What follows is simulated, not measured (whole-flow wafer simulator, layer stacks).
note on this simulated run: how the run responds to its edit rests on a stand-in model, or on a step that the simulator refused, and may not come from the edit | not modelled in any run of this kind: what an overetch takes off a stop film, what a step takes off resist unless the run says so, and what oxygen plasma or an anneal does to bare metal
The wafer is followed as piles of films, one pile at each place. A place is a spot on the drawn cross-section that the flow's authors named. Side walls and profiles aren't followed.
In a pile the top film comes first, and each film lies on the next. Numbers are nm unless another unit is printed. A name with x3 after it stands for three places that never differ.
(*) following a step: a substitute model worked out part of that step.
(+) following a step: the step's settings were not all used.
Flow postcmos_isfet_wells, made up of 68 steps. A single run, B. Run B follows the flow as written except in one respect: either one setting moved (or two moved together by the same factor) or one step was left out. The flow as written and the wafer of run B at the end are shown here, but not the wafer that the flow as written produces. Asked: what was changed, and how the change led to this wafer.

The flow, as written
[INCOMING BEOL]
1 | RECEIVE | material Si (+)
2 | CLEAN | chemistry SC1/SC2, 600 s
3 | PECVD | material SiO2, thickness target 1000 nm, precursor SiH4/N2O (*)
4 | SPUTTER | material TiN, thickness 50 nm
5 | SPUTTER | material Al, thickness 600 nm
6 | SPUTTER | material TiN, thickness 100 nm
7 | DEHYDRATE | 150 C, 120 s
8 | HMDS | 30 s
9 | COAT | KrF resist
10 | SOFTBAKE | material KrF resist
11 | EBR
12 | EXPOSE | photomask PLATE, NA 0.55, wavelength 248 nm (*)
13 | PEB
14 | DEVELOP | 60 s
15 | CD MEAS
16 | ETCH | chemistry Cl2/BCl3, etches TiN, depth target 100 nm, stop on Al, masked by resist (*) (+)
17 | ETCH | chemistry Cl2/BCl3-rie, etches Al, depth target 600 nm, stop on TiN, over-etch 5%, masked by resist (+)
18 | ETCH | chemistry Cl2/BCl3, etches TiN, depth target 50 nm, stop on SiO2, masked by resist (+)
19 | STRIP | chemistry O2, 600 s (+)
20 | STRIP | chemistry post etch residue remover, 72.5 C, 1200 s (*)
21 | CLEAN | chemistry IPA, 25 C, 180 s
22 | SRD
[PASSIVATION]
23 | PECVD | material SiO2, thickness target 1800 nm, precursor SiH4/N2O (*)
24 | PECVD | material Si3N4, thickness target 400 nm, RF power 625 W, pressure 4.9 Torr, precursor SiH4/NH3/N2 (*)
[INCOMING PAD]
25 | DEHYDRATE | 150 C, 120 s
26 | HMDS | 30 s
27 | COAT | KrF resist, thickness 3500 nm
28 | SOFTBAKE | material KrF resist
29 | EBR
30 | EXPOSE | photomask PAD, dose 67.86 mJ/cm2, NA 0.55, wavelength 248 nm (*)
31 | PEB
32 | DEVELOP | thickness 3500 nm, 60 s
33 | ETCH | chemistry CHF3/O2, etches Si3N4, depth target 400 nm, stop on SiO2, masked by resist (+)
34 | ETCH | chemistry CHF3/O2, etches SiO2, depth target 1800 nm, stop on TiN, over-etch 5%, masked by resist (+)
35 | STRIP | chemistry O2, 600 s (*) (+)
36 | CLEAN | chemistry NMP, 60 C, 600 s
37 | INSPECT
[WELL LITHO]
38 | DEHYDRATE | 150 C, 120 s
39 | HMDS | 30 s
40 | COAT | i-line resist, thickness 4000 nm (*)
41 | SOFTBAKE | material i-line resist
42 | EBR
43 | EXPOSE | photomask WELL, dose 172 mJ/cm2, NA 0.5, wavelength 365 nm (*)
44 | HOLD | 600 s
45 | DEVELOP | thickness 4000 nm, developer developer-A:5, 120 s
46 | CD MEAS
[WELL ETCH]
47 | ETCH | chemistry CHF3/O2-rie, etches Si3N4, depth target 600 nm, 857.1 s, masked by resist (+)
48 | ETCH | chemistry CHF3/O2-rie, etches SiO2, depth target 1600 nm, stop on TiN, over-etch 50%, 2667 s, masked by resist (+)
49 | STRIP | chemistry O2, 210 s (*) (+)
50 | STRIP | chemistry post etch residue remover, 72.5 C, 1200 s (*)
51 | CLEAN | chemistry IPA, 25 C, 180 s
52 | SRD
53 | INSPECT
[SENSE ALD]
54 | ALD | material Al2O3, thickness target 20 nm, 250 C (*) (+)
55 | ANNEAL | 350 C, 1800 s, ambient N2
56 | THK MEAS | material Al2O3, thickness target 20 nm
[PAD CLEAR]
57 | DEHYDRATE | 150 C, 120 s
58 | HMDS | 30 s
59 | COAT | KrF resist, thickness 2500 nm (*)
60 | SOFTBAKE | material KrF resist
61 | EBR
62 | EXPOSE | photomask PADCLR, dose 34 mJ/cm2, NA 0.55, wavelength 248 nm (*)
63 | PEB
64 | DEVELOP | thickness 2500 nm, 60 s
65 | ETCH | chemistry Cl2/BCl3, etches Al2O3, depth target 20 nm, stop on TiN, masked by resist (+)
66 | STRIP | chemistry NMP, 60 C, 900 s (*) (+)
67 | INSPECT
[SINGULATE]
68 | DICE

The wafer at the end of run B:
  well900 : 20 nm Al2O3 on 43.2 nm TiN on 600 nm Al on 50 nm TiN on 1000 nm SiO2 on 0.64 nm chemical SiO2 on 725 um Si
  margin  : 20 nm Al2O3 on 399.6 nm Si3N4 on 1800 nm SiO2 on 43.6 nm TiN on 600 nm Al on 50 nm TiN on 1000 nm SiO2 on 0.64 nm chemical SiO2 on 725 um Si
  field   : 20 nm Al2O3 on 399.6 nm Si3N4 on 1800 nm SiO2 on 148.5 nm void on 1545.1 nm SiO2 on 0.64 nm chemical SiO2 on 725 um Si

Cause: step 6, SPUTTER: thickness 44 nm was run, though the flow has thickness 100 nm.

The path from the change to this, step by step:
  6 | SPUTTER | material TiN, thickness 100 nm
      field, margin, well900, well1300 x3, pad_rim, pad_clr, pad_open: TiN gains 44 (new film) (it would be, as written: TiN gains 100 (new film))
  16 | ETCH | chemistry Cl2/BCl3, etches TiN, depth target 100 nm, stop on Al, masked by resist (*) (+)
      margin, well900, well1300 x3, pad_rim, pad_clr, pad_open: KrF resist loses 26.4 (it would be, as written: KrF resist loses 40)
      field: TiN loses 44 (all of it) (it would be, as written: TiN loses 100 (all of it))
  19 | STRIP | chemistry O2, 600 s (+)
      margin, well900, well1300 x3, pad_rim, pad_clr, pad_open: KrF resist loses 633 (all of it) (it would be, as written: KrF resist loses 619.4 (all of it))
  23 | PECVD | material SiO2, thickness target 1800 nm, precursor SiH4/N2O (*)
      field: SiO2 gains 1800 (new film), void gains 148.5 (new film), SiO2 gains 545.1 (it would be, as written: SiO2 gains 1800 (new film), void gains 189.9 (new film), SiO2 gains 559.7)
